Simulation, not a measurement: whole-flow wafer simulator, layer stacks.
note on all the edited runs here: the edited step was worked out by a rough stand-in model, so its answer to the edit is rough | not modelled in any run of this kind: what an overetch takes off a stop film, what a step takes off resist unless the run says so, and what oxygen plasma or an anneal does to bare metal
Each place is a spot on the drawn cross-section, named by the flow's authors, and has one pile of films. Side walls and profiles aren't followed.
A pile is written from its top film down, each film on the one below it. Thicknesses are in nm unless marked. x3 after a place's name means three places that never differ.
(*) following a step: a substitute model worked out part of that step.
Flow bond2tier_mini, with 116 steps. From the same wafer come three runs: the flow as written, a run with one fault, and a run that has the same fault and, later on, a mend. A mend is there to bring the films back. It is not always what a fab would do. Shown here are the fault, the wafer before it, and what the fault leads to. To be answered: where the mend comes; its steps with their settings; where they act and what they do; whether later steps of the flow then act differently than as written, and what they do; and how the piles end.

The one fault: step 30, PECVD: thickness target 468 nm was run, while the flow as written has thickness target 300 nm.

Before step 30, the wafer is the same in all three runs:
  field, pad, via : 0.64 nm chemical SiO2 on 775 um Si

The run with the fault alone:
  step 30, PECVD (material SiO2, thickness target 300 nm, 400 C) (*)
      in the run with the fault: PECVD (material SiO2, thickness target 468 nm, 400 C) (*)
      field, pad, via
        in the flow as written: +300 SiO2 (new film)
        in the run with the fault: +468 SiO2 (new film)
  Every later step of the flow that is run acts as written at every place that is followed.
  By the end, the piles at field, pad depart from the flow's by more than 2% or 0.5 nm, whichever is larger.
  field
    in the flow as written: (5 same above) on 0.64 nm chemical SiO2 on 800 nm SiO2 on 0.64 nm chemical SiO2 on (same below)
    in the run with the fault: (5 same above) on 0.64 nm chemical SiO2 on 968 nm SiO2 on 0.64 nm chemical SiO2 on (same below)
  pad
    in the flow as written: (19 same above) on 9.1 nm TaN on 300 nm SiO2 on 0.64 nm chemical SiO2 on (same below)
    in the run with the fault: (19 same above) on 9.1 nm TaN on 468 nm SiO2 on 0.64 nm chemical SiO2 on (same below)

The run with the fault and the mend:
  The mend stands after step 30.
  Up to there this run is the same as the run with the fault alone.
  step 30a, ETCH (chemistry CHF3/CF4-rie, etches SiO2, depth target 168 nm) (the flow's step 9 again, with other settings)
      field, pad, via
        -168 SiO2
  Every later step of the flow that is run acts as written at every place that is followed.
  The piles end the same as the flow's at every place that both follow.
